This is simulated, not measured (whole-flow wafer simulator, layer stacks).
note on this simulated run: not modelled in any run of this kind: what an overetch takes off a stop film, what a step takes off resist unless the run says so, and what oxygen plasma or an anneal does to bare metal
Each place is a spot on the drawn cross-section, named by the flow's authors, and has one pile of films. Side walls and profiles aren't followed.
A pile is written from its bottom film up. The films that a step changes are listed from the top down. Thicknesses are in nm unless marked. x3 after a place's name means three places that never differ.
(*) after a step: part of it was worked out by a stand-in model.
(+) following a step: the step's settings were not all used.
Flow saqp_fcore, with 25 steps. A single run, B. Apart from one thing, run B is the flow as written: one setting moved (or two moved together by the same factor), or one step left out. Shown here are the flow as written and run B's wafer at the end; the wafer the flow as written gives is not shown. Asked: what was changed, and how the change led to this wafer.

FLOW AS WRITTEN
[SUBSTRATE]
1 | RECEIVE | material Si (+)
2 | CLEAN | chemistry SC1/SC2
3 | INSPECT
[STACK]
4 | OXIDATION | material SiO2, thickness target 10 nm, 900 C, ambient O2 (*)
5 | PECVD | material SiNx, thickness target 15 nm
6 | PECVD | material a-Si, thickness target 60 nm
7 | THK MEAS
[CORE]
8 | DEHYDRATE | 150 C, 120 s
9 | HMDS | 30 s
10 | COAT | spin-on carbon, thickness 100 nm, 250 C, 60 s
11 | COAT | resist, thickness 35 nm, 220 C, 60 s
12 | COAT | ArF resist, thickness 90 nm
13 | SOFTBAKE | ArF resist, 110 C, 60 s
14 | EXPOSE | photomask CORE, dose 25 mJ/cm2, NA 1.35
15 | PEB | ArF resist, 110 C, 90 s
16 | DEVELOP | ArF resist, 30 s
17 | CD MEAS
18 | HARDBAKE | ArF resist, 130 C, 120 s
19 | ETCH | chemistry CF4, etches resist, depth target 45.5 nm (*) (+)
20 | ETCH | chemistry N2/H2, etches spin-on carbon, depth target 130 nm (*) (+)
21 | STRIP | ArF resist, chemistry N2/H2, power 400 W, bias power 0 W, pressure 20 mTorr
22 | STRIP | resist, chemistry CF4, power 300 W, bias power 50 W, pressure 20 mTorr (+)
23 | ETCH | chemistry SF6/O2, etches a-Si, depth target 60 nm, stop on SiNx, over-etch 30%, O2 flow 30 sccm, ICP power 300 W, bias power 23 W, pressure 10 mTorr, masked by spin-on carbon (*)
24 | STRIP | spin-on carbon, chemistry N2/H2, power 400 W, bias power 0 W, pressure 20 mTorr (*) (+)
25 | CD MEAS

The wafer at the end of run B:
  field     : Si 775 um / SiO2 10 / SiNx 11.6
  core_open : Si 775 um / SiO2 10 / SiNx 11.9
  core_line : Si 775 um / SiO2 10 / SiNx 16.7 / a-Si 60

Cause: step 5, PECVD: thickness target 16.7 nm was run, though the flow has thickness target 15 nm.
One can read it off the wafer: core_line has SiNx 16.7, and step 5 as written asks for 15 nm.

How this came from the change, step by step:
  5 | PECVD | material SiNx, thickness target 15 nm
      field, core_open, core_line: SiNx gains 16.7 (new film) (in the flow as written it would be: SiNx gains 15 (new film))
